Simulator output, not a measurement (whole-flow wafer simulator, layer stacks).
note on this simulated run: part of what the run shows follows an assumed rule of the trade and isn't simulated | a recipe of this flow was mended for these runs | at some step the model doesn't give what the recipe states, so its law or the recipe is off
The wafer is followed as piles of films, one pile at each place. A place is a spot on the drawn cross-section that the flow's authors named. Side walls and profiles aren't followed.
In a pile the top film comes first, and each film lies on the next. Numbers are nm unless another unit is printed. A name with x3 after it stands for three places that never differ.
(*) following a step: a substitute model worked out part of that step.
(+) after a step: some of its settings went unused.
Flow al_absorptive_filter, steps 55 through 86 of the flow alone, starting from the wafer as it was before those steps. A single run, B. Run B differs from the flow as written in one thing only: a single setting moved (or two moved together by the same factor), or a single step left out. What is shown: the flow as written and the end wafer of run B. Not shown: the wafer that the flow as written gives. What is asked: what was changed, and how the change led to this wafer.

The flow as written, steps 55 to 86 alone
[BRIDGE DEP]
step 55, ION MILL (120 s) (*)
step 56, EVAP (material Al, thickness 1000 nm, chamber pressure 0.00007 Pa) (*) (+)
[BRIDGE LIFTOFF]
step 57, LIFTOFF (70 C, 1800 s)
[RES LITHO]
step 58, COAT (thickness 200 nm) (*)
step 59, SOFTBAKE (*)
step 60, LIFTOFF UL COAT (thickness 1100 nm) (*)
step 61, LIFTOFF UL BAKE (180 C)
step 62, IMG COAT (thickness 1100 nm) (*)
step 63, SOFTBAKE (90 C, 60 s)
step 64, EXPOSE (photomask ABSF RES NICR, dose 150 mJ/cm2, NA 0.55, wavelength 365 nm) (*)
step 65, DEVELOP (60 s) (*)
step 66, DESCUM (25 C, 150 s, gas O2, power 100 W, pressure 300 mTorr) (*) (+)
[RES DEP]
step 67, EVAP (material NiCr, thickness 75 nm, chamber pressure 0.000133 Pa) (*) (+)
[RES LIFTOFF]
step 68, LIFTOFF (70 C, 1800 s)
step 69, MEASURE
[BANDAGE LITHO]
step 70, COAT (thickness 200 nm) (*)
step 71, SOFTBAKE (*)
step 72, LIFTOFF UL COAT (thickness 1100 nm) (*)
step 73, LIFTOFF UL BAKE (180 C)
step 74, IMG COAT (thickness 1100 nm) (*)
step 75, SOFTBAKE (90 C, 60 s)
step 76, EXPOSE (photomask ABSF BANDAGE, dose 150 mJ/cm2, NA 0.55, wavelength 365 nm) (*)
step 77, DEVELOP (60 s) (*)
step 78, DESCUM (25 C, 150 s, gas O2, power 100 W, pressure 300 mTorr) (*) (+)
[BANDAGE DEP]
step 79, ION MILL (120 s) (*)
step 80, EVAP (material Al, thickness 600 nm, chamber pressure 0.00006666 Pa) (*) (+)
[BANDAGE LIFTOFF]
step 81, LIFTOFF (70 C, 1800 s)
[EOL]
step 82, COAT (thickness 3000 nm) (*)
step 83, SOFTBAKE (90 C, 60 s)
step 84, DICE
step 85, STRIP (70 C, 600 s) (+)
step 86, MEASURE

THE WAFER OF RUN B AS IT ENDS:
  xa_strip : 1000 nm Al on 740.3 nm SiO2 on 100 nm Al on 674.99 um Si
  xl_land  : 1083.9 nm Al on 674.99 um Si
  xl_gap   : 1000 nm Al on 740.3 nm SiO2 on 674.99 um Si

Cause: step 55, ION MILL: 48 s was run, though the flow has 120 s.

The path from the change to this, step by step:
  step 55, ION MILL (120 s) (*)
      gnd, pad_far, pad_near and 7 more: i-line-resist loses 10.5 (in the flow as written it would be: i-line-resist loses 26.2)
      xa_strip, xl_gap, xl_turn: SiO2 loses 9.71 (in the flow as written it would be: SiO2 loses 24.3)
      (and at 1 other place as well)
